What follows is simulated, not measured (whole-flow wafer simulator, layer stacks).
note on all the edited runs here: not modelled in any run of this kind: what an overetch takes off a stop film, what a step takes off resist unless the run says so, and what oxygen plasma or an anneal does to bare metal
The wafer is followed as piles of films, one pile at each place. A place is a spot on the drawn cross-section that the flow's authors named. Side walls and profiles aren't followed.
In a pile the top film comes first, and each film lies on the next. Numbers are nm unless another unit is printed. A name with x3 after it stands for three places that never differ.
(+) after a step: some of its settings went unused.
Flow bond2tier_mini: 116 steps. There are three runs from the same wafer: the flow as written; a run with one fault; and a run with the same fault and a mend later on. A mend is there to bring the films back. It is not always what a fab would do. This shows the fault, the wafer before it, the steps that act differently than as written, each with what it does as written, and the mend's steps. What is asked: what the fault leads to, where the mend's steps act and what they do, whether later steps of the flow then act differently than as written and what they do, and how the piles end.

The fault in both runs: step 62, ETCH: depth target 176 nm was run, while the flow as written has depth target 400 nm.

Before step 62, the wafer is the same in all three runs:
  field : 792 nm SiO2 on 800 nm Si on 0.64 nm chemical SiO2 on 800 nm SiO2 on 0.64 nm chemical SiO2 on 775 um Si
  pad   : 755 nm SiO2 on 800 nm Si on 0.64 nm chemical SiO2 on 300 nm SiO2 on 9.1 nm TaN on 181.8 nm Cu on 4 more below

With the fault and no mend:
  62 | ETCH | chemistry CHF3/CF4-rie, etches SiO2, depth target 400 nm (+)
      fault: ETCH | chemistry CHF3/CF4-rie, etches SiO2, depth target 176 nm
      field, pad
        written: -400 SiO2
        fault: -176 SiO2
  Every later step of the flow that is run acts as written at every place that is followed.
  By the end, the piles at field, pad depart from the flow's by more than 2% or 0.5 nm, whichever is larger.
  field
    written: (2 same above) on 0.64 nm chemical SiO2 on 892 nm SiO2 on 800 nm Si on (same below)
    fault: (2 same above) on 0.64 nm chemical SiO2 on 1116 nm SiO2 on 800 nm Si on (same below)
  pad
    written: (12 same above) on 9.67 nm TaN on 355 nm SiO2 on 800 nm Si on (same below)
    fault: (12 same above) on 9.67 nm TaN on 579 nm SiO2 on 800 nm Si on (same below)

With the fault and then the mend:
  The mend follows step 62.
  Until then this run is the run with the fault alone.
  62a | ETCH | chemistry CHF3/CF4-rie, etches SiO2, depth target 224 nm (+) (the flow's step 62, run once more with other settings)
      field, pad
        -224 SiO2
  Every later step of the flow that is run acts as written at every place that is followed.
  The piles end the same as the flow's at every place that both follow.
